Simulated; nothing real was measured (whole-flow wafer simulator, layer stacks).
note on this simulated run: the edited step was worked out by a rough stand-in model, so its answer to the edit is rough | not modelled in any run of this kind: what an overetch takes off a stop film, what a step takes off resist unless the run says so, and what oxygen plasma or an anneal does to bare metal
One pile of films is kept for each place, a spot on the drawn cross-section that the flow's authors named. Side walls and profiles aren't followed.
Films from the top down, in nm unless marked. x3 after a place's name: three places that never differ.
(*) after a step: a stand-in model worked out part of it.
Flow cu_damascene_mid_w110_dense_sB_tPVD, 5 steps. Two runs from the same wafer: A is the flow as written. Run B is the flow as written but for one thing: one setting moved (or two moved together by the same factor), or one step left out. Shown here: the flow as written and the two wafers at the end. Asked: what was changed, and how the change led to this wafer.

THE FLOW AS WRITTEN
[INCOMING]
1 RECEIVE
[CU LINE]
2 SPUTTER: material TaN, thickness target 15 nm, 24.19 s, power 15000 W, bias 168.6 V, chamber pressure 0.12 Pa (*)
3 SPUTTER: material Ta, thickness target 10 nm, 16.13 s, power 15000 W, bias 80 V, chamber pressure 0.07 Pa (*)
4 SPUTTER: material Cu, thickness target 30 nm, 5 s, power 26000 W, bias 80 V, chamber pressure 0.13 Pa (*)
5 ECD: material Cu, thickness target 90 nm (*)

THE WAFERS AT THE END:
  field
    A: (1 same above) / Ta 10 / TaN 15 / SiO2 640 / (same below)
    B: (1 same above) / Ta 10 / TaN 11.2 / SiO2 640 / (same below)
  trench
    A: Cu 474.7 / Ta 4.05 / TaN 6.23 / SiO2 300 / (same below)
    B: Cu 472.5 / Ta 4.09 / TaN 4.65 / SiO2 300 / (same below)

The cause: step 2, SPUTTER: thickness target 11.2 nm was run, where the flow has thickness target 15 nm; step 2, SPUTTER: 18.14 s was run, where the flow has 24.19 s.
It can be read off the wafer: field has TaN 11.2, and step 2 as written asks for 15 nm.

How the change led to this, step by step:
  2 SPUTTER: material TaN, thickness target 15 nm, 24.19 s, power 15000 W, bias 168.6 V, chamber pressure 0.12 Pa (*)
      field: A TaN +15 (new film) | B TaN +11.2 (new film)
      trench: A TaN +6.23 (new film) | B TaN +4.65 (new film)
